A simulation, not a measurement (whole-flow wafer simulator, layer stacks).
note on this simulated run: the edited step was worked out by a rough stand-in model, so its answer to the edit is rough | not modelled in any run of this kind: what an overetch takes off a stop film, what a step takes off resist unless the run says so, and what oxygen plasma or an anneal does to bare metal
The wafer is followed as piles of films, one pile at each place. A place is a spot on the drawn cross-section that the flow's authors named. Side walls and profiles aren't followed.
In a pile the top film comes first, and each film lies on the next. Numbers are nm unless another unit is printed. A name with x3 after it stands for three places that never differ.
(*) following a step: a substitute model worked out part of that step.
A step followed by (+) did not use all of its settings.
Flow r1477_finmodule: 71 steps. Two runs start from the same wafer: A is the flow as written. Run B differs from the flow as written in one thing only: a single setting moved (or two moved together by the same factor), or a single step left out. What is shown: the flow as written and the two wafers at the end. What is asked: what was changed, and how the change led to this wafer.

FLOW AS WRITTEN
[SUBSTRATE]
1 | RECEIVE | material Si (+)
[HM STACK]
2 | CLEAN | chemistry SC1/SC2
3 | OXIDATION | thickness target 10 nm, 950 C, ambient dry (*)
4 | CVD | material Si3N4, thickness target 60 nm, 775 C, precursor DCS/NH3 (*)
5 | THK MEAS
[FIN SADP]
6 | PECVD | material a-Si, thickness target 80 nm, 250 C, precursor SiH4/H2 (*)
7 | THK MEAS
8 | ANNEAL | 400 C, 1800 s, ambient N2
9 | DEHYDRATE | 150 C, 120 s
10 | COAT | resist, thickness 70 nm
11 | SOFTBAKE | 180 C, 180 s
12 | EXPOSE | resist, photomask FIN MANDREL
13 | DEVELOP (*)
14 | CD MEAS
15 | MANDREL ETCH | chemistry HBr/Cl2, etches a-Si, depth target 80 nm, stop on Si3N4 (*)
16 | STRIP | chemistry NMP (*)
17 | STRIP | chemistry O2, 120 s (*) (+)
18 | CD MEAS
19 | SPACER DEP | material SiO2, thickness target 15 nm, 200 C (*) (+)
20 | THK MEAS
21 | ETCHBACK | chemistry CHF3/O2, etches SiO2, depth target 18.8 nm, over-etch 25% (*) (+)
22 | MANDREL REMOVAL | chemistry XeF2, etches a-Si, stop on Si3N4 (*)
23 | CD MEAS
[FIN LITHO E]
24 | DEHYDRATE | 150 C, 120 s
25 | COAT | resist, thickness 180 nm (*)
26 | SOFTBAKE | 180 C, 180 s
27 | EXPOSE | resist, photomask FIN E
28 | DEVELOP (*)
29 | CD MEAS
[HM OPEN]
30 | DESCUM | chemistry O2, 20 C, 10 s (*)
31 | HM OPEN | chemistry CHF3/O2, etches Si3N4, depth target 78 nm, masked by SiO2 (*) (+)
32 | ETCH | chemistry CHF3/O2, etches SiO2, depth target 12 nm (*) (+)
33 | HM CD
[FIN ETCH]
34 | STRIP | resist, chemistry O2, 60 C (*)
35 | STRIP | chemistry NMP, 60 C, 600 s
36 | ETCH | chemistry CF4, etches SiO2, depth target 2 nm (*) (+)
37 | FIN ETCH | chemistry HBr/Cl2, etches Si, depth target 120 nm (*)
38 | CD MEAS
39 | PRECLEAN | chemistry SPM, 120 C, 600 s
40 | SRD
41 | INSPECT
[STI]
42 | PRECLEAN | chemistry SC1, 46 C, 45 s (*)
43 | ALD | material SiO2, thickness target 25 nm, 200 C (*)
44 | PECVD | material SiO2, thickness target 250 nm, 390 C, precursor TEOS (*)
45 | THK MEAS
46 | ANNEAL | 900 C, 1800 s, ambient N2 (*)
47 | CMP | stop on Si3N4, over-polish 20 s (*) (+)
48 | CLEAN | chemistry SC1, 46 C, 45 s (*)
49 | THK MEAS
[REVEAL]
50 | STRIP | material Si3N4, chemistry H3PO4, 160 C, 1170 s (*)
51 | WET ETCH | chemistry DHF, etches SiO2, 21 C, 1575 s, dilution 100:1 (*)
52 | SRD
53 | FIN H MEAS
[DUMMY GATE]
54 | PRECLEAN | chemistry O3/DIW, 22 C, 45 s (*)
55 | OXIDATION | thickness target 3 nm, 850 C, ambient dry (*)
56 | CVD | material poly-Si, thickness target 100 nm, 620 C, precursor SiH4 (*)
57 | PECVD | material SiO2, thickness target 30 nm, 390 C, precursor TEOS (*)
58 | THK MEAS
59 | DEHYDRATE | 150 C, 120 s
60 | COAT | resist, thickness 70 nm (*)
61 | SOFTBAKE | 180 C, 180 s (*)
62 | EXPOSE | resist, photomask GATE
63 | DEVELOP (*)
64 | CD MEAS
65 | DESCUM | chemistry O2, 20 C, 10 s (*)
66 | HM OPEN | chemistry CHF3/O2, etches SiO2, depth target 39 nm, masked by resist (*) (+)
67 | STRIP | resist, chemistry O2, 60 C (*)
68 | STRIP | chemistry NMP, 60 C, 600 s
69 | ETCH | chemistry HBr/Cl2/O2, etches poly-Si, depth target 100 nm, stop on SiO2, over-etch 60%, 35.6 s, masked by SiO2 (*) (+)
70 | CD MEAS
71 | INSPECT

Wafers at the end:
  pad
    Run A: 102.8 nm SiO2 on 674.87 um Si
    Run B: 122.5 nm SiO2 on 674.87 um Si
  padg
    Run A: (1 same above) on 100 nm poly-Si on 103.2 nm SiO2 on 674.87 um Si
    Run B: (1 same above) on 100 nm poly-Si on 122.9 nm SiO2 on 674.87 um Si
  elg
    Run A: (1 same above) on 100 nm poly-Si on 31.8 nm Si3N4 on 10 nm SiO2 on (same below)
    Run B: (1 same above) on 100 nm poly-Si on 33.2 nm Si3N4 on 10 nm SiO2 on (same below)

The reason: step 51, WET ETCH: 1213 s was run, while the flow as written has 1575 s.

The path from the change to this, step by step:
  51 | WET ETCH | chemistry DHF, etches SiO2, 21 C, 1575 s, dilution 100:1 (*)
      pad, padg, e40sg and 12 more: A SiO2 loses 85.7 | B SiO2 loses 66
      elg, e40lg, e100lg, e200lg, elo, e40lo, e100lo, e200lo: A SiO2 loses 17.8 (all of it), Si3N4 loses 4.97 | B SiO2 loses 17.8 (all of it), Si3N4 loses 3.49
      (as well as at 7 more places)
  56 | CVD | material poly-Si, thickness target 100 nm, 620 C, precursor SiH4 (*)
      s40cg, s40co: A poly-Si gains 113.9 (new film) | B poly-Si gains 100 (new film)
      s45cg, s45co: A poly-Si gains 113.4 (new film) | B poly-Si gains 100 (new film)
      (as well as at 3 more places)
  60 | COAT | resist, thickness 70 nm (*)
      e40sg, eso, e40so: A resist gains 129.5 (new film) | B resist gains 112.2 (new film)
      e100sg, e100so: A resist gains 129.4 (new film) | B resist gains 112.2 (new film)
      (as well as at 20 more places)
  63 | DEVELOP (*)
      eso, e40so: A resist loses 129.5 (all of it) | B resist loses 112.2 (all of it)
      e100so: A resist loses 129.4 (all of it) | B resist loses 112.2 (all of it)
      (as well as at 10 more places)
  67 | STRIP | resist, chemistry O2, 60 C (*)
      e40lg, e100lg, e200lg: A resist loses 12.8 (all of it) | B resist loses 13.7 (all of it)
      e40sg: A resist loses 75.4 (all of it) | B resist loses 58.1 (all of it)
      (as well as at 11 more places)
  69 | ETCH | chemistry HBr/Cl2/O2, etches poly-Si, depth target 100 nm, stop on SiO2, over-etch 60%, 35.6 s, masked by SiO2 (*) (+)
      s40co: A chemical SiO2 loses 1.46 (all of it), poly-Si loses 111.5 (all of it), SiO2 loses 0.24 | B chemical SiO2 loses 1.37 (all of it), poly-Si loses 97.6 (all of it), SiO2 loses 0.42
      s45co: A chemical SiO2 loses 1.46 (all of it), poly-Si loses 110.9 (all of it), SiO2 loses 0.25 | B chemical SiO2 loses 1.37 (all of it), poly-Si loses 97.6 (all of it), SiO2 loses 0.42
      (as well as at 1 more place)
